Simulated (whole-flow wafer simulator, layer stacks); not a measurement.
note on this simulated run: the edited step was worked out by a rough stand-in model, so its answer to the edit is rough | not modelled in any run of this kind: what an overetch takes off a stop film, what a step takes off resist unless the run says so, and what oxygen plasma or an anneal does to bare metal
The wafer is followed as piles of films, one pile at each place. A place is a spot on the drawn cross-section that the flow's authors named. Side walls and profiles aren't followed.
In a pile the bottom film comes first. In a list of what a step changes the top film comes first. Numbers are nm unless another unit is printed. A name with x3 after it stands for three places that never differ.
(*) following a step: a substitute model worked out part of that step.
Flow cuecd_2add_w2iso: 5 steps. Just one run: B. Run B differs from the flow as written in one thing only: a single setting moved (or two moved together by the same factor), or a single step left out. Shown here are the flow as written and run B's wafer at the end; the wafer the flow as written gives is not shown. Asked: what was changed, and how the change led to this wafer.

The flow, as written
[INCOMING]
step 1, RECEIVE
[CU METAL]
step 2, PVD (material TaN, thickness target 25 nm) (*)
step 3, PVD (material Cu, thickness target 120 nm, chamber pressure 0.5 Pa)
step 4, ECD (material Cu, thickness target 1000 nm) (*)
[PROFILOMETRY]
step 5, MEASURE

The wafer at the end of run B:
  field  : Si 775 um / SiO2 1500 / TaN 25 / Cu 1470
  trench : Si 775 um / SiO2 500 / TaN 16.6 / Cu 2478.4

The reason: step 4, ECD: thickness target 1350 nm was run, while the flow as written has thickness target 1000 nm.

How this came from the change, step by step:
  step 4, ECD (material Cu, thickness target 1000 nm) (*)
      field: +1350 Cu (it would be, as written: +1000 Cu)
      trench: +2397.6 Cu (it would be, as written: +2047.6 Cu)
